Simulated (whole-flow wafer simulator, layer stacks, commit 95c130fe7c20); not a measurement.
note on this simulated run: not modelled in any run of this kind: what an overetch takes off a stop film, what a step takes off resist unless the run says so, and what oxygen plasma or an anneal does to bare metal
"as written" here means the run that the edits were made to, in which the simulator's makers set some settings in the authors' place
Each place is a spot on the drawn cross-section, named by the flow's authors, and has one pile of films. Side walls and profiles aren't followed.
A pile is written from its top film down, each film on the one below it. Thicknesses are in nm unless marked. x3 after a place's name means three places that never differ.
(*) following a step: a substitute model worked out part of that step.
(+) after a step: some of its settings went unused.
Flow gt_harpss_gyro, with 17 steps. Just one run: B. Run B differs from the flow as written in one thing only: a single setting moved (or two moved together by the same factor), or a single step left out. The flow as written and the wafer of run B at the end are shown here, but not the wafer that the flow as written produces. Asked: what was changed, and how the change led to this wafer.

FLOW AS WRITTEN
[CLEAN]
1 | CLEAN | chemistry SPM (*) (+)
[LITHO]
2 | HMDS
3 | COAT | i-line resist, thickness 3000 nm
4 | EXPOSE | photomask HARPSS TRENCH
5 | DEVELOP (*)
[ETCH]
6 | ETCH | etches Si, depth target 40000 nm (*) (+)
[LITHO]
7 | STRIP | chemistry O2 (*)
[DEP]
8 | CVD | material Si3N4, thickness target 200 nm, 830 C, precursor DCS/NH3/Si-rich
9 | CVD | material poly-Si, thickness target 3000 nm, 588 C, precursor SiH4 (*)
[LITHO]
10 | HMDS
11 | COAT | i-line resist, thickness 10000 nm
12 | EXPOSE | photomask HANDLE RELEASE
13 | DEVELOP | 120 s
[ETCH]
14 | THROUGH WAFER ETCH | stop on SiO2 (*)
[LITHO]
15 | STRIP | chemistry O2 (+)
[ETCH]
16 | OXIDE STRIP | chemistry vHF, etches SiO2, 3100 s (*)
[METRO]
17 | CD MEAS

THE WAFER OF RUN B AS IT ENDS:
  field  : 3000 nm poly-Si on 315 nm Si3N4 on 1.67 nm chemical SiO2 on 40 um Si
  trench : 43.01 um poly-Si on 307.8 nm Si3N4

Cause: step 8, CVD: thickness target 315 nm was run, though the flow has thickness target 200 nm.
One can read it off the wafer: field has Si3N4 315, and step 8 as written asks for 200 nm.

How this came from the change, step by step:
  8 | CVD | material Si3N4, thickness target 200 nm, 830 C, precursor DCS/NH3/Si-rich
      field: +315 Si3N4 (new film) (it would be, as written: +200 Si3N4 (new film))
      trench: +307.8 Si3N4 (new film) (it would be, as written: +195.9 Si3N4 (new film))
